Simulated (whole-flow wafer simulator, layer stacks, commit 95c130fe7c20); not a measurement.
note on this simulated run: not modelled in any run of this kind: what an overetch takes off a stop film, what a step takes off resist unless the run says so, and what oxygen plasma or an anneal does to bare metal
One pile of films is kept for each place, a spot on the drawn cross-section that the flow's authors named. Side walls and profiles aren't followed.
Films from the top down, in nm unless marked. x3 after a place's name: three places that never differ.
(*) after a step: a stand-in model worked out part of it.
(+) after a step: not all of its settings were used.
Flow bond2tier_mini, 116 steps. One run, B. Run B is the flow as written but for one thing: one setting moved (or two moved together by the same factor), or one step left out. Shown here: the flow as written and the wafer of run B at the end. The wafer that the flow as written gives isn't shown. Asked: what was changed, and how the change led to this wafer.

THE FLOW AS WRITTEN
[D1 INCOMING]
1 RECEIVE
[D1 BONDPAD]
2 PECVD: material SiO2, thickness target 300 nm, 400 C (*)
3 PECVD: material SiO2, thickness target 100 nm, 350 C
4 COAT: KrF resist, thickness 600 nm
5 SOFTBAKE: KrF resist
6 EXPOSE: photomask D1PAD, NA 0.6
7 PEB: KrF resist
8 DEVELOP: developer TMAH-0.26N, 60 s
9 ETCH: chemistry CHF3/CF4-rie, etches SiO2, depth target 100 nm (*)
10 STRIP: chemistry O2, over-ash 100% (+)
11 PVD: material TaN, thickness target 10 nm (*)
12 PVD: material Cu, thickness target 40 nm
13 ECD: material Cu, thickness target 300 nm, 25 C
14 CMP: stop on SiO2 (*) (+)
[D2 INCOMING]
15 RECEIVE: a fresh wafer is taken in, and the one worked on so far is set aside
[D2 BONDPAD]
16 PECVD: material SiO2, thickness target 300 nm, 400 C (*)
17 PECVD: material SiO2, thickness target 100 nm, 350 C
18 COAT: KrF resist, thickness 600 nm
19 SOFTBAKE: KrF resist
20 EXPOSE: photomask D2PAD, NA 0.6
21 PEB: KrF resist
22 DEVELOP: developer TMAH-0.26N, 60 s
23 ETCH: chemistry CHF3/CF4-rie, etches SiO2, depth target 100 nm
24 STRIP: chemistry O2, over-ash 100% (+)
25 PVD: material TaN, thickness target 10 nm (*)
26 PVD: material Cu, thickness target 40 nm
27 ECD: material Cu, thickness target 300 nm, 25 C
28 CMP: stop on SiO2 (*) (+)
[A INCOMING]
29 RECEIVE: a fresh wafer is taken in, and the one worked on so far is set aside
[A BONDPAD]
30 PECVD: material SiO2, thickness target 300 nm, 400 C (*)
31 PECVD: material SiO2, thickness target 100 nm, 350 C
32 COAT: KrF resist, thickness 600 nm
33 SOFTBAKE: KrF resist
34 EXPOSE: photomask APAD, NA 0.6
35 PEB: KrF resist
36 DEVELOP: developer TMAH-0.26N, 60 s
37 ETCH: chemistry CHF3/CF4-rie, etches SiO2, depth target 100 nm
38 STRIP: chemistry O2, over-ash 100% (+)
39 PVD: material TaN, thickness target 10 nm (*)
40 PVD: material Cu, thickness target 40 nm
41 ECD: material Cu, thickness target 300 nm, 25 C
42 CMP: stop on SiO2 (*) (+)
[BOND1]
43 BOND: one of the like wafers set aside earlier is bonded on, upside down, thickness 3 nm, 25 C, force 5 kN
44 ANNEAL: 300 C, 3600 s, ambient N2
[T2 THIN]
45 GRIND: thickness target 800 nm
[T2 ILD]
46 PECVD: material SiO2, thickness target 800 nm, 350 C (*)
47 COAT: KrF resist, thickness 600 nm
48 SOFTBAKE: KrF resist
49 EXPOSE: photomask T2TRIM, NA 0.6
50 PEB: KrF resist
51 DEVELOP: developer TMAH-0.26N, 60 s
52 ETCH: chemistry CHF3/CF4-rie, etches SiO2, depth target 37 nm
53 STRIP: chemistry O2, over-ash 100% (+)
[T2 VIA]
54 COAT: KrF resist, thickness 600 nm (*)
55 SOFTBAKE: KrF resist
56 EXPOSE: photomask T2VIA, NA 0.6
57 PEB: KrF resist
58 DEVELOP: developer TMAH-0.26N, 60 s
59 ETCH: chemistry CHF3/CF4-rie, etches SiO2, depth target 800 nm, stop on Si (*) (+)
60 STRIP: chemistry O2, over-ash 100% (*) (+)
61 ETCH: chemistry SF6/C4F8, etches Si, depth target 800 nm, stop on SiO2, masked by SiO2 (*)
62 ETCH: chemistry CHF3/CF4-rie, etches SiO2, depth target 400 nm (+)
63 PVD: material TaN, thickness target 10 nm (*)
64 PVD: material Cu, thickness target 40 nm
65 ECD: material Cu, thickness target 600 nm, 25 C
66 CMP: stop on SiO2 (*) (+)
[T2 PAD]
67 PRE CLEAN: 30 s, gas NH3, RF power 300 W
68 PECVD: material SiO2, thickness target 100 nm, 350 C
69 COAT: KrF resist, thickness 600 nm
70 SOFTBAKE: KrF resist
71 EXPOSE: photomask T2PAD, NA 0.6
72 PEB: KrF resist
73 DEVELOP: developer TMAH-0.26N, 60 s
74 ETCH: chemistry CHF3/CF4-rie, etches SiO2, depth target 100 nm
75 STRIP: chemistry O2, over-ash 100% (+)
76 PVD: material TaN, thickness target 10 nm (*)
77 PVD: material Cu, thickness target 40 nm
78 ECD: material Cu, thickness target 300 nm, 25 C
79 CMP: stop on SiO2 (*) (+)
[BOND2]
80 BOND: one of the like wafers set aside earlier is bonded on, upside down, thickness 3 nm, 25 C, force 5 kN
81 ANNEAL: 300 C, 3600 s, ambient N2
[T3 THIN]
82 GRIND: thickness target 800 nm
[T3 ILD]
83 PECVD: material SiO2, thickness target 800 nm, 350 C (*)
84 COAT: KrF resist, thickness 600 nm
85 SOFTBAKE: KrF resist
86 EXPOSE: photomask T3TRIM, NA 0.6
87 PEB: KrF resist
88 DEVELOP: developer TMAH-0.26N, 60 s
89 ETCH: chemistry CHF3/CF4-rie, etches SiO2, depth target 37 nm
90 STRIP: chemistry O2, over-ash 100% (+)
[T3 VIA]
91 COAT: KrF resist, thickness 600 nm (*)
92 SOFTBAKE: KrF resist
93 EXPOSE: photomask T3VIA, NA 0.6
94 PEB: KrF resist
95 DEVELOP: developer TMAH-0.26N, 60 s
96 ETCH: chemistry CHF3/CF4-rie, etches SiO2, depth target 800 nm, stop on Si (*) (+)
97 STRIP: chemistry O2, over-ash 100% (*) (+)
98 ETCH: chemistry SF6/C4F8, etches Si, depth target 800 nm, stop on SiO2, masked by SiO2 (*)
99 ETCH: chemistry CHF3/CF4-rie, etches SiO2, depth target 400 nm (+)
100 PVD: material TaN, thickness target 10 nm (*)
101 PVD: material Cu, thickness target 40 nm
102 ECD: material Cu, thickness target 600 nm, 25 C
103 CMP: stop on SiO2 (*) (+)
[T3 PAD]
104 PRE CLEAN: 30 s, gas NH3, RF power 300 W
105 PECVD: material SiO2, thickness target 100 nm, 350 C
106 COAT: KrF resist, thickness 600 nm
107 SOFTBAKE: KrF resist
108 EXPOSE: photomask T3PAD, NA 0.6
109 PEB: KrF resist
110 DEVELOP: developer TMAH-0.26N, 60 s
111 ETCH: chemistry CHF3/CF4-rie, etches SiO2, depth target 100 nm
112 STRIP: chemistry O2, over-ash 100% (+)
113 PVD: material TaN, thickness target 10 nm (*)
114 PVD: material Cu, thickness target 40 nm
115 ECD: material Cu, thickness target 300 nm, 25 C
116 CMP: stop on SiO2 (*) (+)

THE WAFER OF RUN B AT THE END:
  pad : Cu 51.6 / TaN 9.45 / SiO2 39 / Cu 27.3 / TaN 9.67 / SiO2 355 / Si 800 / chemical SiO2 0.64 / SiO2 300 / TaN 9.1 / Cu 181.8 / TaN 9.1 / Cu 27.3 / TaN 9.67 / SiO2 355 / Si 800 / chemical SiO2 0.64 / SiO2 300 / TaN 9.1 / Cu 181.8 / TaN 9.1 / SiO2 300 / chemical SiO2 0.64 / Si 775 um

The cause: step 111, ETCH: depth target 61 nm was run, where the flow has depth target 100 nm.

How the change led to this, step by step:
  111 ETCH: chemistry CHF3/CF4-rie, etches SiO2, depth target 100 nm
      pad: SiO2 -61 (as written it would be: SiO2 -100 (all of it))
      field: KrF resist -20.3 (as written it would be: KrF resist -33.3)
  112 STRIP: chemistry O2, over-ash 100% (+)
      field: KrF resist -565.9 (all of it) (as written it would be: KrF resist -552.9 (all of it))
  114 PVD: material Cu, thickness target 40 nm
      pad: Cu +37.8 (new film) (as written it would be: Cu +36.4 (new film))
  115 ECD: material Cu, thickness target 300 nm, 25 C
      pad: Cu +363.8 (as written it would be: Cu +404.5)
Counting metal films that touch as one body, pad has 4 bodies (between them, from the top down: SiO2 39; SiO2 355 / Si 800 / chemical SiO2 0.64 / SiO2 300; SiO2 355 / Si 800 / chemical SiO2 0.64 / SiO2 300); the flow as written gives 3 bodies (between them, from the top down: SiO2 355 / Si 800 / chemical SiO2 0.64 / SiO2 300; SiO2 355 / Si 800 / chemical SiO2 0.64 / SiO2 300).
